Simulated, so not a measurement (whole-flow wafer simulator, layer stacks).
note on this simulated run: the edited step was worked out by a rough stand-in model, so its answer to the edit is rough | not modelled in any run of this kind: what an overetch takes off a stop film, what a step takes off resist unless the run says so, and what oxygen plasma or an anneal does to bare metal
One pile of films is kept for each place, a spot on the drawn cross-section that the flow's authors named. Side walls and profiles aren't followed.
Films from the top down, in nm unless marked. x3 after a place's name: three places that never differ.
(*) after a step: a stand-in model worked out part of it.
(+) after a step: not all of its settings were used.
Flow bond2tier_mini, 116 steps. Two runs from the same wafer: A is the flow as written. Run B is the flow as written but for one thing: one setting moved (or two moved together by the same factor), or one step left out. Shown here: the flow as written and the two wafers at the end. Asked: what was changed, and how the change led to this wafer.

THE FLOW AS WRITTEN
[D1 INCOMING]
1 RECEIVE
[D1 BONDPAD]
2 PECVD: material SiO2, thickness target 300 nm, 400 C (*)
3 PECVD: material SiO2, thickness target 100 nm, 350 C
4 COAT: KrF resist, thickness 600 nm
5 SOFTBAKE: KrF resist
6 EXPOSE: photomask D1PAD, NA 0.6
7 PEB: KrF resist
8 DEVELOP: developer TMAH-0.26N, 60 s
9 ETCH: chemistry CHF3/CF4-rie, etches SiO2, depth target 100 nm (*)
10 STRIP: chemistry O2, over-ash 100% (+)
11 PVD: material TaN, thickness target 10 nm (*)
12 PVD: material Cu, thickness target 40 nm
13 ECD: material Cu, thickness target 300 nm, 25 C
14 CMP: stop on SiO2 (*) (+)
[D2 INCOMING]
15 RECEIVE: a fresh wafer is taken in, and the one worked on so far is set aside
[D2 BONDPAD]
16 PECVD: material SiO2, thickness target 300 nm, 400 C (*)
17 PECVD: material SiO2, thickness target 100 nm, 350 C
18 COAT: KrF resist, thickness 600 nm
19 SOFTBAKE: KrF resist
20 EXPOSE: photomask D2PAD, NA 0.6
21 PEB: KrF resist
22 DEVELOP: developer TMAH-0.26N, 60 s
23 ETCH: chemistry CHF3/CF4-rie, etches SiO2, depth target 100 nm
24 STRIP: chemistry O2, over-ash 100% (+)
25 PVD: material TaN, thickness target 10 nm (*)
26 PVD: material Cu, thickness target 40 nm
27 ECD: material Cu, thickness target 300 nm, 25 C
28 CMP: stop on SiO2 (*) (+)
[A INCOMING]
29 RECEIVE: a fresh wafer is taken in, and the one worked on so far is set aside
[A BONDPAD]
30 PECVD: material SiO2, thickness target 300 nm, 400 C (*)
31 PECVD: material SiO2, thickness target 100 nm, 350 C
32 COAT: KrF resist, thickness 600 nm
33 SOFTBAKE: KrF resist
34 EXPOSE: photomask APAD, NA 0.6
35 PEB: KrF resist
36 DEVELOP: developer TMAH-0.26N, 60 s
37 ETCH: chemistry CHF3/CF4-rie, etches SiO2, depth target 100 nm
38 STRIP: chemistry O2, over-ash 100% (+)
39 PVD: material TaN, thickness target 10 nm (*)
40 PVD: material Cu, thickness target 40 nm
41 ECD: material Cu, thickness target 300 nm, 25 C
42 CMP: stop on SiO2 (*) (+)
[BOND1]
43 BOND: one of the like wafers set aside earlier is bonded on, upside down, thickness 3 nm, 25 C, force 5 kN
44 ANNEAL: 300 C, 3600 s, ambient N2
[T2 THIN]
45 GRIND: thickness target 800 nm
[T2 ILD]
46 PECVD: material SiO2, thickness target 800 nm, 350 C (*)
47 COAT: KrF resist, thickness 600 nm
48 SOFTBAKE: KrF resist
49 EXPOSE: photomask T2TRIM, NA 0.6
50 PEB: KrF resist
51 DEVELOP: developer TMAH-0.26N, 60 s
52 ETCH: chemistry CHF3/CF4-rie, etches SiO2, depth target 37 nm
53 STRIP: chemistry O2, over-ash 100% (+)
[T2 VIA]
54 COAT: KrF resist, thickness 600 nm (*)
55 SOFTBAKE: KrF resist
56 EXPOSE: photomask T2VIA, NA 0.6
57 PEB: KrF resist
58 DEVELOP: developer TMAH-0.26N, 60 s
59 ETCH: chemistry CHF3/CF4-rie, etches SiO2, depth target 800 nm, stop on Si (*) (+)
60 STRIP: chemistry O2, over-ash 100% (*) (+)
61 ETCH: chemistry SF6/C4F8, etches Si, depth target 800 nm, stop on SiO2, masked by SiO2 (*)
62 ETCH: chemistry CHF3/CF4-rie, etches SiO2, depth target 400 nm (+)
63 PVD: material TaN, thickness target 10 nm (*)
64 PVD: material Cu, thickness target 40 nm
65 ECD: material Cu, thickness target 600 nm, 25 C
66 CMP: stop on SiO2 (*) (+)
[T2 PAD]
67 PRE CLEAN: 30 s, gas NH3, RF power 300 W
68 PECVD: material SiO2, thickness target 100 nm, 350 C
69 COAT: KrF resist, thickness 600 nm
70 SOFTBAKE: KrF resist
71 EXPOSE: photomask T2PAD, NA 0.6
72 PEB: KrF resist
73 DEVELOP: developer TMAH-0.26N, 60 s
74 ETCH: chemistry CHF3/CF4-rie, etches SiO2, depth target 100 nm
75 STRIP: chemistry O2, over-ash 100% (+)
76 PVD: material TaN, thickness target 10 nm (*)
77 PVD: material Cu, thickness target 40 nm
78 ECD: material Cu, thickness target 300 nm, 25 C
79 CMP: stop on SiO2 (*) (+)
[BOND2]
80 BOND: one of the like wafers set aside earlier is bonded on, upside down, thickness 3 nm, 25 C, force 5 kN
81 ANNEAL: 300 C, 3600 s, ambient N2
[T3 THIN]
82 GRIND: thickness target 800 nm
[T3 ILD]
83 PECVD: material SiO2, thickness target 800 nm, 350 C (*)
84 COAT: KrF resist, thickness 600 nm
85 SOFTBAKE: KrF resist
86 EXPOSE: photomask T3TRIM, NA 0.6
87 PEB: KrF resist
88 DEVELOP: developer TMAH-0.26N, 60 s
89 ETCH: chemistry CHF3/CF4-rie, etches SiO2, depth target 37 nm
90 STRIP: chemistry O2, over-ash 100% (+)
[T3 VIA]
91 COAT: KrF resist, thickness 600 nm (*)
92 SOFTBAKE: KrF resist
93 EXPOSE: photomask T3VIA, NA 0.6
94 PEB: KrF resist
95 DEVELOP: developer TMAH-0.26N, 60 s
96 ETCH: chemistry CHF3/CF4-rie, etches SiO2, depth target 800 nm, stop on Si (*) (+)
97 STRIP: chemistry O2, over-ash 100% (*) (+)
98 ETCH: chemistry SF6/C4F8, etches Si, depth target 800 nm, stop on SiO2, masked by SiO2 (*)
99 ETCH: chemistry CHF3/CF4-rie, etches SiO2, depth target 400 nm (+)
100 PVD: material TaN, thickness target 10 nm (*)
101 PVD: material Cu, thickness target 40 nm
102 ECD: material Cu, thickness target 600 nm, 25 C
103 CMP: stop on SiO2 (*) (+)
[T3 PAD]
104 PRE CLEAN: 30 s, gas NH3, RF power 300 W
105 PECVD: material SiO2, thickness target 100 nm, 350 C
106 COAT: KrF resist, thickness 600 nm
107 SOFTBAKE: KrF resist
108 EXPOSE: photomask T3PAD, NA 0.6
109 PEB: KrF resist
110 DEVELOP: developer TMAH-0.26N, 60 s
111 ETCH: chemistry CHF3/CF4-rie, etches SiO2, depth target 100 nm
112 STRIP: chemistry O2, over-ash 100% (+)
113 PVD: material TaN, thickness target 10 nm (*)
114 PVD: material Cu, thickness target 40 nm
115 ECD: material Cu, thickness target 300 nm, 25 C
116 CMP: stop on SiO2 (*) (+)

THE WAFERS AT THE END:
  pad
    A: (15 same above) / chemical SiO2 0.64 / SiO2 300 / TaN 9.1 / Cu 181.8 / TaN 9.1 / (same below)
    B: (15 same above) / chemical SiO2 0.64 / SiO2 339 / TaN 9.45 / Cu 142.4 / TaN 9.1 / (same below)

The cause: step 9, ETCH: depth target 61 nm was run, where the flow has depth target 100 nm.

How the change led to this, step by step:
  9 ETCH: chemistry CHF3/CF4-rie, etches SiO2, depth target 100 nm (*)
      pad, via: A SiO2 -100 | B SiO2 -61
      field: A KrF resist -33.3 | B KrF resist -20.3
  10 STRIP: chemistry O2, over-ash 100% (+)
      field: A KrF resist -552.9 (all of it) | B KrF resist -565.9 (all of it)
  12 PVD: material Cu, thickness target 40 nm
      pad: A Cu +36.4 (new film) | B Cu +37.8 (new film)
  13 ECD: material Cu, thickness target 300 nm, 25 C
      pad: A Cu +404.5 | B Cu +363.8
      via: A Cu +400.2 | B Cu +361
  43 BOND: one of the like wafers set aside earlier is bonded on, upside down, thickness 3 nm, 25 C, force 5 kN
      pad: A Si +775 um (new film), chemical SiO2 +0.64 (new film), SiO2 +300 (new film), TaN +9.1 (new film), Cu +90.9 | B Si +775 um (new film), chemical SiO2 +0.64 (new film), SiO2 +339 (new film), TaN +9.45 (new film), Cu +51.6
      via: A Si +775 um (new film), chemical SiO2 +0.64 (new film), SiO2 +300 (new film), TaN +9.97 (new film), Cu +90 | B Si +775 um (new film), chemical SiO2 +0.64 (new film), SiO2 +339 (new film), TaN +9.99 (new film), Cu +51
